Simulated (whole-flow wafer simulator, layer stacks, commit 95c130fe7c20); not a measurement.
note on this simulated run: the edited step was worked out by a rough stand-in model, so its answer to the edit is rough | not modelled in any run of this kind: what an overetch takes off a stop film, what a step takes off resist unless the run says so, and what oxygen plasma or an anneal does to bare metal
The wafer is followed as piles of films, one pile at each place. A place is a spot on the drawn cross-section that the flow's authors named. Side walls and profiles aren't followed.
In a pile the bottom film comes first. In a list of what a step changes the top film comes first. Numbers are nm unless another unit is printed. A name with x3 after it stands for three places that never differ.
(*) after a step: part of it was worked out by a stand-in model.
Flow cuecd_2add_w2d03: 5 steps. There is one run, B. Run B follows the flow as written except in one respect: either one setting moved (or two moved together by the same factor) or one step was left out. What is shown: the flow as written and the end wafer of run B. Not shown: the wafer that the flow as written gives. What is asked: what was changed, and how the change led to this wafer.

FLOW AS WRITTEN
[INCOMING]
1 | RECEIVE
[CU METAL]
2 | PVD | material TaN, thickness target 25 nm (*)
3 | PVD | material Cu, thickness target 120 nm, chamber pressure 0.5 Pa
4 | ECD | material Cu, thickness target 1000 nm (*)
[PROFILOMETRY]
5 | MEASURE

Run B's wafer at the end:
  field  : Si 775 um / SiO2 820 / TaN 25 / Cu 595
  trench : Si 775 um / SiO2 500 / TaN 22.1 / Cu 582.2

The reason: step 4, ECD: thickness target 475 nm was run, while the flow as written has thickness target 1000 nm.

Step by step, how the change led to this:
  4 | ECD | material Cu, thickness target 1000 nm (*)
      field, trench: +475 Cu (as written it would have been: +1000 Cu)
